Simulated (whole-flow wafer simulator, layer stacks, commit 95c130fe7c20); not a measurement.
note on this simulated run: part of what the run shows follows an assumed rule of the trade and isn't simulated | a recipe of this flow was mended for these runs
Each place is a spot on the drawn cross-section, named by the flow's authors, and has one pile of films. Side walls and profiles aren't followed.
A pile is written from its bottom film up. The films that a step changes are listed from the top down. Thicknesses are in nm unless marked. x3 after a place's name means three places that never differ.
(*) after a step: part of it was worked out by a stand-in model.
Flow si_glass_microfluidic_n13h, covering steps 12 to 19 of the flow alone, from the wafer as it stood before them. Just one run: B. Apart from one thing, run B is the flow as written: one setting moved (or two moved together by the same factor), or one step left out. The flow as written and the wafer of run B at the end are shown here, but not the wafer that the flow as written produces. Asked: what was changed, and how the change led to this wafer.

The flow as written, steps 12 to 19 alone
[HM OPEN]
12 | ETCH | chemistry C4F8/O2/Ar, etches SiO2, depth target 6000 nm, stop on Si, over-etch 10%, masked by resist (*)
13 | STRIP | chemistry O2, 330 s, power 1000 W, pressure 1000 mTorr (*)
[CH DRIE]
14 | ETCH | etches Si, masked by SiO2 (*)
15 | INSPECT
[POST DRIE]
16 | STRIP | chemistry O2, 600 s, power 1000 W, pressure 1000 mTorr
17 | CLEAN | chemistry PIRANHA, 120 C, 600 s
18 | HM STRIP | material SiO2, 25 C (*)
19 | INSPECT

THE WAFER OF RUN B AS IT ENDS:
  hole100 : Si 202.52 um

What caused this: step 12, ETCH: depth target 4766 nm was run, though the flow has depth target 6000 nm.

Step by step, how the change led to this:
  12 | ETCH | chemistry C4F8/O2/Ar, etches SiO2, depth target 6000 nm, stop on Si, over-etch 10%, masked by resist (*)
      hole100: SiO2 loses 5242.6 (in the flow as written it would be: SiO2 loses 6000 (all of it), Si loses 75)
      land: thick-i-line-resist loses 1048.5 (in the flow as written it would be: thick-i-line-resist loses 1320)
  13 | STRIP | chemistry O2, 330 s, power 1000 W, pressure 1000 mTorr (*)
      hole100: nothing (in the flow as written it would be: chemical SiO2 gains 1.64 (new film), Si loses 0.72)
      land: thick-i-line-resist loses 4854 (all of it) (in the flow as written it would be: thick-i-line-resist loses 4582.5 (all of it))
  14 | ETCH | etches Si, masked by SiO2 (*)
      hole100: SiO2 loses 757.4 (all of it), Si loses 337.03 um (in the flow as written it would be: chemical SiO2 loses 1.64 (all of it), Si loses 450.64 um)
